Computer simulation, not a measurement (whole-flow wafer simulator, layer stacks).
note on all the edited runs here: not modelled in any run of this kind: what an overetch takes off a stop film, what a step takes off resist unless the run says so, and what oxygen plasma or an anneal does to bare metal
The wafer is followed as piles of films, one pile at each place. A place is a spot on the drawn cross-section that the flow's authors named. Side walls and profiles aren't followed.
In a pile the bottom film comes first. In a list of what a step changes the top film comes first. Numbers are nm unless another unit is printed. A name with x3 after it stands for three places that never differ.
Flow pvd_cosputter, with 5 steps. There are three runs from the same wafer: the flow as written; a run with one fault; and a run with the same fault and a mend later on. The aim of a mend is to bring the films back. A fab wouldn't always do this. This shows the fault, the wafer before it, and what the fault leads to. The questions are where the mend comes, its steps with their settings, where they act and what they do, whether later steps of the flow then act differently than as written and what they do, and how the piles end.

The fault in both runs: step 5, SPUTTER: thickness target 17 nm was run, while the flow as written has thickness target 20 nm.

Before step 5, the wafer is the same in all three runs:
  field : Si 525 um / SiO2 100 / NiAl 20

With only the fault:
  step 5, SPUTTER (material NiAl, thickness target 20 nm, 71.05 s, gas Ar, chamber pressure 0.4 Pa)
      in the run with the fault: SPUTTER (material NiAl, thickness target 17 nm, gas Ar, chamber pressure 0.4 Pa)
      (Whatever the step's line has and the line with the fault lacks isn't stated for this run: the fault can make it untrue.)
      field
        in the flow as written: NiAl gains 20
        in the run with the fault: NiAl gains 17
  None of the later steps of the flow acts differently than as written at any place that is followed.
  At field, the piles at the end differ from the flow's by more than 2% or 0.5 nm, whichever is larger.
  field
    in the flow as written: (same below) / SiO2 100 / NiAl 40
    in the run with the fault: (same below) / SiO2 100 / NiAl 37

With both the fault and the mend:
  The mend stands after step 5.
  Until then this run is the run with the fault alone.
  step 5a, SPUTTER (material NiAl, thickness target 3 nm, gas Ar, chamber pressure 0.4 Pa) (the flow's step 5 again, with other settings)
      field
        NiAl gains 3
  None of the later steps of the flow acts differently than as written at any place that is followed.
  By the end, the piles equal the flow's at every place that both follow.
